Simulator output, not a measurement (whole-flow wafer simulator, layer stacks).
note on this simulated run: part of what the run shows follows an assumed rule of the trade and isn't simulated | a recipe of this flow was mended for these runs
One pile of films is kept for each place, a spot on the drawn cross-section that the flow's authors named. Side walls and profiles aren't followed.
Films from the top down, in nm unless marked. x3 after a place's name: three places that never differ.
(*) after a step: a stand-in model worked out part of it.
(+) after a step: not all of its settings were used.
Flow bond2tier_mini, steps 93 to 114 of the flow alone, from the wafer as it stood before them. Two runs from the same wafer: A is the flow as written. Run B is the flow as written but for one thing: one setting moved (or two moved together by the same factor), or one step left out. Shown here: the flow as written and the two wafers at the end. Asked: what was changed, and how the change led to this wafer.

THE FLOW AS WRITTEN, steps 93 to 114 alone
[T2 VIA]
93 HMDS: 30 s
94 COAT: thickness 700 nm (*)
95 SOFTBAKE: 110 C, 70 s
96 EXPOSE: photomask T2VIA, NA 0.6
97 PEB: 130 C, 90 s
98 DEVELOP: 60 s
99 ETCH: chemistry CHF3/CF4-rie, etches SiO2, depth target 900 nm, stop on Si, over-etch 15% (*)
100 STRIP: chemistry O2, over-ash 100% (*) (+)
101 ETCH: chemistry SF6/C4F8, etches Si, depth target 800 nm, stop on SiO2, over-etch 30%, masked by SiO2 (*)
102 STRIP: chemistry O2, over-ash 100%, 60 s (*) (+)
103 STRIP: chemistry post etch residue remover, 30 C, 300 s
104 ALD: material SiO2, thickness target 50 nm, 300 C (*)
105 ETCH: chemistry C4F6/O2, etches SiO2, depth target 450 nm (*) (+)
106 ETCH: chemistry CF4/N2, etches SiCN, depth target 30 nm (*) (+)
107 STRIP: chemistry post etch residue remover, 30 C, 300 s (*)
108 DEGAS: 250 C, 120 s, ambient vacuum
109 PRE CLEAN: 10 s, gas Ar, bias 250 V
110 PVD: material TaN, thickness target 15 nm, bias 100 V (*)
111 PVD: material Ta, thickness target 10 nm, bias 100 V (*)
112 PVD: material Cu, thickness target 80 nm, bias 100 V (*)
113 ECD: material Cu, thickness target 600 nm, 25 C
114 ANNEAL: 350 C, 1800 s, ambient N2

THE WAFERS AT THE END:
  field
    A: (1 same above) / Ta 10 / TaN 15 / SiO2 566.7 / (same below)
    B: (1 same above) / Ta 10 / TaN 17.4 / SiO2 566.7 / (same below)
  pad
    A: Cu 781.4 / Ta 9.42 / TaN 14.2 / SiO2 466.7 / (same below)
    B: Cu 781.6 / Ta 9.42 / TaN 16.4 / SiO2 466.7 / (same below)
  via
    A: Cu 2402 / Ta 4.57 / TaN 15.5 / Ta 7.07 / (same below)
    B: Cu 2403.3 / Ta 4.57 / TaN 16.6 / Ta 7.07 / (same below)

The cause: step 110, PVD: thickness target 17.4 nm was run, where the flow has thickness target 15 nm.
It can be read off the wafer: field has TaN 17.4, and step 110 as written asks for 15 nm.

How the change led to this, step by step:
  110 PVD: material TaN, thickness target 15 nm, bias 100 V (*)
      field: A TaN +15 (new film) | B TaN +17.4 (new film)
      pad: A TaN +14.2 (new film) | B TaN +16.4 (new film)
      (and at 1 more place)
